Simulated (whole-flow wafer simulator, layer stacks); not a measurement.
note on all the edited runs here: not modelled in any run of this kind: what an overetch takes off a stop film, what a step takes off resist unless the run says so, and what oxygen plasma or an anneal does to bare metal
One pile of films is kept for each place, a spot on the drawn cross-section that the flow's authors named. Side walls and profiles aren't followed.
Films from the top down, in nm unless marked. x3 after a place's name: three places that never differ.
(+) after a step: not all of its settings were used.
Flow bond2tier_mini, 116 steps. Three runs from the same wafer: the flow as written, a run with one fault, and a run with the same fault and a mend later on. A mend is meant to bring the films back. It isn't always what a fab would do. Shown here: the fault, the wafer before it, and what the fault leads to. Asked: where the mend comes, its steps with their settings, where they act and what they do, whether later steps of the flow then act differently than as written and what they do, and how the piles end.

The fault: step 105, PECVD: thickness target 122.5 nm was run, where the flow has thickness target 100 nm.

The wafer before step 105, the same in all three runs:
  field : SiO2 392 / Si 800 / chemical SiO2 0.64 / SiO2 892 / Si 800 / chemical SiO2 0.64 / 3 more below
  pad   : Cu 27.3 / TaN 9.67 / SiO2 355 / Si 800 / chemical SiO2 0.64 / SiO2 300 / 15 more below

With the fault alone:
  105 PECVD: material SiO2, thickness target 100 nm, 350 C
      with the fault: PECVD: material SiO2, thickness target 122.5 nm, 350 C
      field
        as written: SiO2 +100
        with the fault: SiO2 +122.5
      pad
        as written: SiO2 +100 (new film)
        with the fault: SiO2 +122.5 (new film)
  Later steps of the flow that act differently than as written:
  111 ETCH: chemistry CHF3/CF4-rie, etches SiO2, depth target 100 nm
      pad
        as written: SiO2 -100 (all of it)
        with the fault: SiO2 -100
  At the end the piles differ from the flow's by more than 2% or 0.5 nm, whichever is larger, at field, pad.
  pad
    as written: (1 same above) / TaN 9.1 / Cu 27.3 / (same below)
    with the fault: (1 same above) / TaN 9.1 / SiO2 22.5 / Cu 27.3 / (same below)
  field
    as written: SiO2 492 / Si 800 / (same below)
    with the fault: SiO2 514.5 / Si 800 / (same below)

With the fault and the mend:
  The mend comes after step 110.
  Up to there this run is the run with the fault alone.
  110a STRIP: chemistry O2, over-ash 100% (+)
      field
        KrF resist -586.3 (all of it)
  110b ETCH: chemistry CHF3/CF4-rie, etches SiO2, depth target 22.5 nm (the flow's step 62 once more, with other settings)
      field, pad
        SiO2 -22.5
  110c COAT: KrF resist, thickness 600 nm (the flow's step 106 once more)
      field, pad
        KrF resist +600 (new film)
  110d SOFTBAKE: KrF resist (the flow's step 107 once more)
      changes no film at any place that is followed
  110e EXPOSE: photomask T3PAD, NA 0.6 (the flow's step 108 once more)
      changes no film at any place that is followed
  110f PEB: KrF resist (the flow's step 109 once more)
      changes no film at any place that is followed
  110g DEVELOP: developer TMAH-0.26N, 60 s (the flow's step 110 once more)
      field
        KrF resist -13.7
      pad
        KrF resist -600 (all of it)
  No later step of the flow acts differently than as written at any place that is followed.
  At the end the piles are the same as the flow's at every place that both follow.
